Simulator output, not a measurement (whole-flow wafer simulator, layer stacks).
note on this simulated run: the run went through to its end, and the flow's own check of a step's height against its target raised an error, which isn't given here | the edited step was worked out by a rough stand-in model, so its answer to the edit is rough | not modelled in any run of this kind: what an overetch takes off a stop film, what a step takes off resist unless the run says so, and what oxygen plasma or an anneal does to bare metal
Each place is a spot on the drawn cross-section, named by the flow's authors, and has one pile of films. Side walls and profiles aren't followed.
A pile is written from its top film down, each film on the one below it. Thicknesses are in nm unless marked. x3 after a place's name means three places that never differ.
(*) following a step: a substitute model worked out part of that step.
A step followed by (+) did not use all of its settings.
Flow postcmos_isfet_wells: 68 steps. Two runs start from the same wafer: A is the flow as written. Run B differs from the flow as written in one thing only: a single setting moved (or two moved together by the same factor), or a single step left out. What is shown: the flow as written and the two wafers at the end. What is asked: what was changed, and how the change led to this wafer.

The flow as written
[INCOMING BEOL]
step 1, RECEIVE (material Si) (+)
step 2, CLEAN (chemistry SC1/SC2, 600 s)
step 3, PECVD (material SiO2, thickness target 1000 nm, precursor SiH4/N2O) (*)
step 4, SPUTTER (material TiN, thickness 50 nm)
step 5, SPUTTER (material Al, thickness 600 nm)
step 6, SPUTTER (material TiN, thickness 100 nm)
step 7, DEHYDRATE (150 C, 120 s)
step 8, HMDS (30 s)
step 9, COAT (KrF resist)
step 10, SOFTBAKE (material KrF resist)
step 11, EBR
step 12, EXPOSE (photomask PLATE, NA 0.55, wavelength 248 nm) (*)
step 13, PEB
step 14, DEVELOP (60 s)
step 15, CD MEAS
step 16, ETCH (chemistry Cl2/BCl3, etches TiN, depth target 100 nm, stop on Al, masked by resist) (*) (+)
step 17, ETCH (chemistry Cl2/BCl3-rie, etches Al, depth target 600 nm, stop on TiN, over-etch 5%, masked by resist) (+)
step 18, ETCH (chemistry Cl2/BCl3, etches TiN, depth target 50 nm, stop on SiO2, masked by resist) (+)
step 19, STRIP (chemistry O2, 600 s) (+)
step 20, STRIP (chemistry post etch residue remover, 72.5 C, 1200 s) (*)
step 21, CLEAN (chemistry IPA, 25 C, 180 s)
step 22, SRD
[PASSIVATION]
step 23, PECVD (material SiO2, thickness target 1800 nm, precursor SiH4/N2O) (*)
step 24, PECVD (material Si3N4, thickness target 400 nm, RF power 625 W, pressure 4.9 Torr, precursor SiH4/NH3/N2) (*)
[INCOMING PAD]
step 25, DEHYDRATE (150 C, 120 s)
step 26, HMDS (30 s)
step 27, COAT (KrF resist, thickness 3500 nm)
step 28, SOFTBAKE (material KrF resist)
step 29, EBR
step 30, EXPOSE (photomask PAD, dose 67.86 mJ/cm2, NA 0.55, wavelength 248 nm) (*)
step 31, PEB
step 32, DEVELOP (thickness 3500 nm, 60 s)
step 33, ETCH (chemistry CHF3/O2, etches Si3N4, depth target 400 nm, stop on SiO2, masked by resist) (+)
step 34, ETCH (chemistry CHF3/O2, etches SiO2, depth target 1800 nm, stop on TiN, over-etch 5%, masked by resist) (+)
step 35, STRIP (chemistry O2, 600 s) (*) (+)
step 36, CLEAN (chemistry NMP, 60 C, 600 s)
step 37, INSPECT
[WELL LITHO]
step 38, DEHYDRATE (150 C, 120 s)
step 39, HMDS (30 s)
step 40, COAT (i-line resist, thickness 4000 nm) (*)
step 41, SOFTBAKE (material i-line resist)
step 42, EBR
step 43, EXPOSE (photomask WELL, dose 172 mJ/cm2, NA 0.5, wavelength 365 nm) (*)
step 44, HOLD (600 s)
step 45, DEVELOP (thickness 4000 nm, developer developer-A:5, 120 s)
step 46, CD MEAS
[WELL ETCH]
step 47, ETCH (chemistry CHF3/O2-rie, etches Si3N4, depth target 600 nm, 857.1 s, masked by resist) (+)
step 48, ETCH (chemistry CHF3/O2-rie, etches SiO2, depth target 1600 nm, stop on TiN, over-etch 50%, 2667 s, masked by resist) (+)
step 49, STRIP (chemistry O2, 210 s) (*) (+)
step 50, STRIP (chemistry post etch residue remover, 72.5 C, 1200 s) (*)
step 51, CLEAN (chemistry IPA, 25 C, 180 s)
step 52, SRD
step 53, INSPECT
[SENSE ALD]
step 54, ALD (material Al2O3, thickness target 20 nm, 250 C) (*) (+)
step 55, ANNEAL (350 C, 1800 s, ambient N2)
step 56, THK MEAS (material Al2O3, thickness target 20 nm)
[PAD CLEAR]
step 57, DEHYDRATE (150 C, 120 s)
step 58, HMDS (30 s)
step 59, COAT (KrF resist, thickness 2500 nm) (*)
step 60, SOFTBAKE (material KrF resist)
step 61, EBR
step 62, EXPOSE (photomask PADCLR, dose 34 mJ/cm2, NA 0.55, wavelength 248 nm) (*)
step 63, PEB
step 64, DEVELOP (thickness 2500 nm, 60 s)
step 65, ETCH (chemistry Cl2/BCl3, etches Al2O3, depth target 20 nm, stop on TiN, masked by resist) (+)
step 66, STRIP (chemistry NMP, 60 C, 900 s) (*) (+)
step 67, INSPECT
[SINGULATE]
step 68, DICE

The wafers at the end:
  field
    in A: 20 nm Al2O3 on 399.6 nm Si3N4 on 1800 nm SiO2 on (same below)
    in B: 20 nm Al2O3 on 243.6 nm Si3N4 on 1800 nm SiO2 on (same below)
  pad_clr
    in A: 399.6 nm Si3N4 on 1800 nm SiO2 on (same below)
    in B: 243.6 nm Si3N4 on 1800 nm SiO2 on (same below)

The reason: step 24, PECVD: thickness target 244 nm was run, though the flow has thickness target 400 nm.

The path from the change to this, step by step:
  step 24, PECVD (material Si3N4, thickness target 400 nm, RF power 625 W, pressure 4.9 Torr, precursor SiH4/NH3/N2) (*)
      field, margin, well900, well1300 x3, pad_rim, pad_clr, pad_open: A +400 Si3N4 (new film) | B +244 Si3N4 (new film)
  step 33, ETCH (chemistry CHF3/O2, etches Si3N4, depth target 400 nm, stop on SiO2, masked by resist) (+)
      field, margin, well900, well1300 x3, pad_rim, pad_clr: A -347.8 KrF resist | B -318.3 KrF resist
      pad_open: A -400 Si3N4 (all of it) | B -244 Si3N4 (all of it)
  step 41, SOFTBAKE (material i-line resist)
      pad_clr: A -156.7 i-line resist | B -141.1 i-line resist
      pad_open: A +115.3 i-line resist | B +108.4 i-line resist
  step 47, ETCH (chemistry CHF3/O2-rie, etches Si3N4, depth target 600 nm, 857.1 s, masked by resist) (+)
      well900, well1300 x3: A -400 Si3N4 (all of it), -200 SiO2 | B -244 Si3N4 (all of it), -356 SiO2
  step 48, ETCH (chemistry CHF3/O2-rie, etches SiO2, depth target 1600 nm, stop on TiN, over-etch 50%, 2667 s, masked by resist) (+)
      well900, well1300 x3: A -1600 SiO2 (all of it) | B -1444 SiO2 (all of it)
  step 49, STRIP (chemistry O2, 210 s) (*) (+)
      pad_clr: A -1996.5 i-line resist (all of it) | B -2060.7 i-line resist (all of it)
  step 59, COAT (KrF resist, thickness 2500 nm) (*)
      field: A +1449 KrF resist (new film) | B +1523.5 KrF resist (new film)
      margin: A +1448.9 KrF resist (new film) | B +1523.4 KrF resist (new film)
      (and at 1 other place as well)
  step 64, DEVELOP (thickness 2500 nm, 60 s)
      pad_clr: A -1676 KrF resist (all of it) | B -1728.1 KrF resist (all of it)
  step 66, STRIP (chemistry NMP, 60 C, 900 s) (*) (+)
      field, margin: A -1400.1 KrF resist (all of it) | B -1474.1 KrF resist (all of it)
